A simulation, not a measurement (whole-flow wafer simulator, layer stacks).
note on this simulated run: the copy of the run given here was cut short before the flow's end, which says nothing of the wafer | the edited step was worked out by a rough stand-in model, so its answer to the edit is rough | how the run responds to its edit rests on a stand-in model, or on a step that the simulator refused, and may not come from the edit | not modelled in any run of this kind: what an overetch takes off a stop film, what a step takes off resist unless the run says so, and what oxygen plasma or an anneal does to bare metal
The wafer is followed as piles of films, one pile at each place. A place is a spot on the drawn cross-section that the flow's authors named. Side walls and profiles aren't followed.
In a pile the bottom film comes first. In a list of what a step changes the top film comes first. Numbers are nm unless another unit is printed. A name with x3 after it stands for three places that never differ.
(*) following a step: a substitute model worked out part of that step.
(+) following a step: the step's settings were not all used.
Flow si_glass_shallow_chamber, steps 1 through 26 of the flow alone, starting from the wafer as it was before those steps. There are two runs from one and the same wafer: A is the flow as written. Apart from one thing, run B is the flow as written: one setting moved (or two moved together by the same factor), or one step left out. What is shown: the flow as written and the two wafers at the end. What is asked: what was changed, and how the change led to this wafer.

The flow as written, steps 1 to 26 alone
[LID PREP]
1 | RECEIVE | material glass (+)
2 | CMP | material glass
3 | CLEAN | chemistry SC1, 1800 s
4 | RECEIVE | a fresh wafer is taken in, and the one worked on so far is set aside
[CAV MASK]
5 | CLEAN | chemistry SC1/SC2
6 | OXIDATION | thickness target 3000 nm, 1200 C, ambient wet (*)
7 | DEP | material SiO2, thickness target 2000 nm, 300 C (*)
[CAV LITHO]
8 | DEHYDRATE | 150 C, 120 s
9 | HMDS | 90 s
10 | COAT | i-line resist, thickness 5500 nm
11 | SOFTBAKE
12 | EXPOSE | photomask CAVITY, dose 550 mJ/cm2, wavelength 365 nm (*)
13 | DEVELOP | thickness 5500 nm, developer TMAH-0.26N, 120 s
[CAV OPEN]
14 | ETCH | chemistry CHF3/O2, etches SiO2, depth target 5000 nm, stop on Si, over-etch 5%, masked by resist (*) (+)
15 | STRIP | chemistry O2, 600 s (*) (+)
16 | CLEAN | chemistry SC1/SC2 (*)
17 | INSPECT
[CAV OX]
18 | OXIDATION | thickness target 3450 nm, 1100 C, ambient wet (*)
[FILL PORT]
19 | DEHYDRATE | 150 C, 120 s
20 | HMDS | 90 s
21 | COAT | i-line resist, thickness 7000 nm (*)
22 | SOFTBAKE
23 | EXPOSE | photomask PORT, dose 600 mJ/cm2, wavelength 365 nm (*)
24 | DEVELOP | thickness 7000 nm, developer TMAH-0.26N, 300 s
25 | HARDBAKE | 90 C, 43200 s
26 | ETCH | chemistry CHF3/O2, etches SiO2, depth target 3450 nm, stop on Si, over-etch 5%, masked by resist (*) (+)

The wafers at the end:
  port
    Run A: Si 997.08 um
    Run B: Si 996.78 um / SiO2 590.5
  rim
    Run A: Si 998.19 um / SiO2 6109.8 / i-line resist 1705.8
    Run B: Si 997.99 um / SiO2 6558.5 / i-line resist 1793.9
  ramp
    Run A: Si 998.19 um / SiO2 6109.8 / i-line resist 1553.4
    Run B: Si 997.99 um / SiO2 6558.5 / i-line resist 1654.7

What caused this: step 18, OXIDATION: 1182 C was run, whereas the flow has 1100 C.

Step by step, how the change led to this:
  18 | OXIDATION | thickness target 3450 nm, 1100 C, ambient wet (*)
      rim, ramp, septum, ring: A +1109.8 SiO2, -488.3 Si | B +1558.5 SiO2, -685.7 Si
      cav, port: A +3450 SiO2 (new film), -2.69 chemical SiO2 (all of it), -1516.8 Si | B +4213 SiO2 (new film), -2.69 chemical SiO2 (all of it), -1852.5 Si
  22 | SOFTBAKE
      rim: A -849 i-line resist | B -818.3 i-line resist
      ramp: A -434.5 i-line resist | B -413.4 i-line resist
      (also at 3 further places)
  25 | HARDBAKE | 90 C, 43200 s
      rim: A -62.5 i-line resist | B -65.7 i-line resist
      ramp: A -57.1 i-line resist | B -60.6 i-line resist
  26 | ETCH | chemistry CHF3/O2, etches SiO2, depth target 3450 nm, stop on Si, over-etch 5%, masked by resist (*) (+)
      port: A -3450 SiO2 (all of it), -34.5 Si | B -3622.5 SiO2
